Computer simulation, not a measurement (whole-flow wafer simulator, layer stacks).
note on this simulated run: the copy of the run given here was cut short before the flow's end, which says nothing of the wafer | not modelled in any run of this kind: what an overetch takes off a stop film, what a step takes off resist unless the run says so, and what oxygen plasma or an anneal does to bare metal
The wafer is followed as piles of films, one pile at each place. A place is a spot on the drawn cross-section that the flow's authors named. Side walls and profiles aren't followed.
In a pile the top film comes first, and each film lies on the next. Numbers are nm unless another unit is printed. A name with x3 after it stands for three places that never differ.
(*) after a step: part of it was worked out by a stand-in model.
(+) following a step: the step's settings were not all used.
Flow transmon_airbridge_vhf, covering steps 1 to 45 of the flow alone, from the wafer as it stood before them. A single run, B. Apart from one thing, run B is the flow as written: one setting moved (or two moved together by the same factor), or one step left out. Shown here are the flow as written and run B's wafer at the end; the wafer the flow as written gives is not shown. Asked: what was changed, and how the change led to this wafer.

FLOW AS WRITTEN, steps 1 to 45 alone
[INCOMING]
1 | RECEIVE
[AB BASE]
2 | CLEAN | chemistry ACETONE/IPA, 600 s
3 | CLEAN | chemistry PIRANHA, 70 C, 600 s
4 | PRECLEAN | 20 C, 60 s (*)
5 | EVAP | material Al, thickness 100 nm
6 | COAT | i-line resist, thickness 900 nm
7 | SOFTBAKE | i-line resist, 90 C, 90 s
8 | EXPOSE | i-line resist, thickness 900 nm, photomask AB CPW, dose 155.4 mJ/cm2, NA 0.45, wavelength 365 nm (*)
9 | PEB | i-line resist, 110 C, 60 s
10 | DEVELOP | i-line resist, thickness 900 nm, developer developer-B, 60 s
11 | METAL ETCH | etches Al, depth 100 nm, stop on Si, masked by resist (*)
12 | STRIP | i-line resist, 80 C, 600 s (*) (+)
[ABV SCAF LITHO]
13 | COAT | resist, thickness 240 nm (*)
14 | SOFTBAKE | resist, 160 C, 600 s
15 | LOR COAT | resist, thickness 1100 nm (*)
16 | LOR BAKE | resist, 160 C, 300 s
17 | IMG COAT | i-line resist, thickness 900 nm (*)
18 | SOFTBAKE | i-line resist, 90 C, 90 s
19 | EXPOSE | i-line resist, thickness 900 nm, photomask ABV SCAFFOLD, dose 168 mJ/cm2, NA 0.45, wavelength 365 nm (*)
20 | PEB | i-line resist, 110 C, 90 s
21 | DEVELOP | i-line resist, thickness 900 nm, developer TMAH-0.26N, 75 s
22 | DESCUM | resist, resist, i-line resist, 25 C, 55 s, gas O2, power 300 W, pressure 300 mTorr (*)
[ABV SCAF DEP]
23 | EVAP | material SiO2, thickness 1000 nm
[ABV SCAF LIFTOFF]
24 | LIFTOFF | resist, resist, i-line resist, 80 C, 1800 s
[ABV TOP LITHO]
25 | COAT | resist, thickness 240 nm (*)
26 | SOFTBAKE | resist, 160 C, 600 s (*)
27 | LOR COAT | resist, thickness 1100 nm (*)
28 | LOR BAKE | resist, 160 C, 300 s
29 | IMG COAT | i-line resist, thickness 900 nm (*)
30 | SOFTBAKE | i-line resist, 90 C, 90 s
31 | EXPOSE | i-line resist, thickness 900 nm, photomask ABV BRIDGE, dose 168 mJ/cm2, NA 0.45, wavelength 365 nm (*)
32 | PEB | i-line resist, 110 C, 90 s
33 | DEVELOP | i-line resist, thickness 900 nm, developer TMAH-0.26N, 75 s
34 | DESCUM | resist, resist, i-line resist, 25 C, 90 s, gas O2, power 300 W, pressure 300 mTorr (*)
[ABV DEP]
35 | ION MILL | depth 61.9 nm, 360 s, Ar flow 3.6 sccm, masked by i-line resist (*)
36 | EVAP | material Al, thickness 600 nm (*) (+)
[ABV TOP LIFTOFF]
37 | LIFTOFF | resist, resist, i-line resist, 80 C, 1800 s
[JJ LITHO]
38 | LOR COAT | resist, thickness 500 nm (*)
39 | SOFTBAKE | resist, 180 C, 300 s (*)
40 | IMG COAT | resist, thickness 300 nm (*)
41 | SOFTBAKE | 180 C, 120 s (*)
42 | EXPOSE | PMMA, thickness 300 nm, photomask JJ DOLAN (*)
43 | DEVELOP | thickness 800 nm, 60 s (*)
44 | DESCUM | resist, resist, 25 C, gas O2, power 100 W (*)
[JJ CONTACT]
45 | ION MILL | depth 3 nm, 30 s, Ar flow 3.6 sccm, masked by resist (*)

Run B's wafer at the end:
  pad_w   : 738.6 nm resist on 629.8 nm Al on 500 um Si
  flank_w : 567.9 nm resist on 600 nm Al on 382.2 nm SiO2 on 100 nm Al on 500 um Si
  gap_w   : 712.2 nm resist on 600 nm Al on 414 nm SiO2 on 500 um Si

The reason: step 23, EVAP: thickness 450 nm was run, whereas the flow has thickness 1000 nm.

Step by step, how the change led to this:
  23 | EVAP | material SiO2, thickness 1000 nm
      field x3, jj_line, ground_far and 10 more: SiO2 gains 450 (new film) (in the flow as written it would be: SiO2 gains 1000 (new film))
      flank_w, flank_e: SiO2 gains 418.2 (new film) (in the flow as written it would be: SiO2 gains 929.3 (new film))
  24 | LIFTOFF | resist, resist, i-line resist, 80 C, 1800 s
      field x3, jj_line, trace_open_s x2: SiO2 loses 450 (all of it), i-line resist loses 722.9 (all of it), resist loses 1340 (all of it) (in the flow as written it would be: SiO2 loses 1000 (all of it), i-line resist loses 722.9 (all of it), resist loses 1340 (all of it))
      pad_w, pad_e: SiO2 loses 450 (all of it), i-line resist loses 718 (all of it), resist loses 1330.2 (all of it) (in the flow as written it would be: SiO2 loses 1000 (all of it), i-line resist loses 718 (all of it), resist loses 1330.2 (all of it))
      (and at 1 other place as well)
  25 | COAT | resist, thickness 240 nm (*)
      flank_w, flank_e: resist gains 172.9 (new film) (in the flow as written it would be: resist gains 152.6 (new film))
      gap_w, gap_e: resist gains 233.7 (new film) (in the flow as written it would be: resist gains 210.7 (new film))
      (and at 6 other places as well)
  27 | LOR COAT | resist, thickness 1100 nm (*)
      gap_w, gap_e: resist gains 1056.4 (in the flow as written it would be: resist gains 977.8)
      margin_s, margin_n: resist gains 966.2 (in the flow as written it would be: resist gains 823.4)
      (and at 6 other places as well)
  29 | IMG COAT | i-line resist, thickness 900 nm (*)
      gap_w, gap_e: i-line resist gains 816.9 (new film) (in the flow as written it would be: i-line resist gains 681.7 (new film))
      margin_s, margin_n: i-line resist gains 775.1 (new film) (in the flow as written it would be: i-line resist gains 603.2 (new film))
      (and at 7 other places as well)
  30 | SOFTBAKE | i-line resist, 90 C, 90 s
      flank_w, flank_e: i-line resist loses 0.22 (in the flow as written it would be: i-line resist loses 0.73)
  32 | PEB | i-line resist, 110 C, 90 s
      pad_w, pad_e: i-line resist loses 48.2 (in the flow as written it would be: i-line resist loses 51)
      flank_w, flank_e: i-line resist loses 43.6 (in the flow as written it would be: i-line resist loses 38.3)
      (and at 7 other places as well)
  33 | DEVELOP | i-line resist, thickness 900 nm, developer TMAH-0.26N, 75 s
      gap_w, gap_e: i-line resist loses 775 (all of it), resist loses 1056.4 (in the flow as written it would be: i-line resist loses 646.9 (all of it), resist loses 977.8)
      pad_w: i-line resist loses 888.9 (all of it), resist loses 1160.7 (in the flow as written it would be: i-line resist loses 937.2 (all of it), resist loses 1247.8)
      (and at 5 other places as well)
  34 | DESCUM | resist, resist, i-line resist, 25 C, 90 s, gas O2, power 300 W, pressure 300 mTorr (*)
      flank_w, flank_e: resist loses 172.9 (all of it) (in the flow as written it would be: resist loses 152.6 (all of it))
      gap_w, gap_e: resist loses 233.7 (all of it) (in the flow as written it would be: resist loses 210.7 (all of it))
      (and at 4 other places as well)
  37 | LIFTOFF | resist, resist, i-line resist, 80 C, 1800 s
      margin_s, margin_n: Al loses 600 (all of it), i-line resist loses 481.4 (all of it), resist loses 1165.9 (all of it) (in the flow as written it would be: Al loses 600 (all of it), i-line resist loses 318.3 (all of it), resist loses 992 (all of it))
      ground_far: Al loses 600 (all of it), i-line resist loses 649.4 (all of it), resist loses 1363.2 (all of it) (in the flow as written it would be: Al loses 600 (all of it), i-line resist loses 717.9 (all of it), resist loses 1384.9 (all of it))
  38 | LOR COAT | resist, thickness 500 nm (*)
      pad_w, pad_e: resist gains 485 (new film) (in the flow as written it would be: resist gains 517 (new film))
      flank_w, flank_e: resist gains 371.4 (new film) (in the flow as written it would be: resist gains 306.5 (new film))
      (and at 6 other places as well)
  40 | IMG COAT | resist, thickness 300 nm (*)
      pad_w, pad_e: resist gains 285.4 (in the flow as written it would be: resist gains 300.1)
      flank_w, flank_e: resist gains 228.3 (in the flow as written it would be: resist gains 212.1)
      (and at 6 other places as well)
